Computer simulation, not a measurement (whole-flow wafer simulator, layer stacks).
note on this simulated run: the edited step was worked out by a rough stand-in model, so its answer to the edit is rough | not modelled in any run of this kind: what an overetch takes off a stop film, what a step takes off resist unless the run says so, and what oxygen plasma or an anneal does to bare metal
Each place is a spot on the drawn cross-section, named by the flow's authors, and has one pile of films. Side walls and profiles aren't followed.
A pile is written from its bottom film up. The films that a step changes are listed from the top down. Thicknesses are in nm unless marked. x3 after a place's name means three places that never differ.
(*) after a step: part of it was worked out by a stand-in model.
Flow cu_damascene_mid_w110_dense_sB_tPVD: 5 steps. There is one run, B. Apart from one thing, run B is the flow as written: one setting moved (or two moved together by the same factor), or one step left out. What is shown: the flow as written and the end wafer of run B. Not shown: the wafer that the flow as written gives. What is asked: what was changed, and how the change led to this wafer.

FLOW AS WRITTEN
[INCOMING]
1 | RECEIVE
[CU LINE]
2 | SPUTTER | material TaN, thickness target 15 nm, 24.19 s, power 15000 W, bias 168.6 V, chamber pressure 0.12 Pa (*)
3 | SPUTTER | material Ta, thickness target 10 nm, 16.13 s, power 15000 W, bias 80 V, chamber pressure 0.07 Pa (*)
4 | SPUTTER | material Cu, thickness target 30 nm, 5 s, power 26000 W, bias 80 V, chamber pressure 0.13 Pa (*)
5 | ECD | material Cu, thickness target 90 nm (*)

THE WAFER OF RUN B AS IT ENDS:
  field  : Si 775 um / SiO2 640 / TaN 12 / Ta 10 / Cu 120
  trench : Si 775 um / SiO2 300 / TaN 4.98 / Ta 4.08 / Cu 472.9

Cause: step 2, SPUTTER: thickness target 12 nm was run, while the flow as written has thickness target 15 nm; step 2, SPUTTER: 19.35 s was run, where the flow has 24.19 s.
The wafer lets one read it off: field has TaN 12, and step 2 as written asks for 15 nm.

The path from the change to this, step by step:
  2 | SPUTTER | material TaN, thickness target 15 nm, 24.19 s, power 15000 W, bias 168.6 V, chamber pressure 0.12 Pa (*)
      field: +12 TaN (new film) (as written it would have been: +15 TaN (new film))
      trench: +4.98 TaN (new film) (as written it would have been: +6.23 TaN (new film))
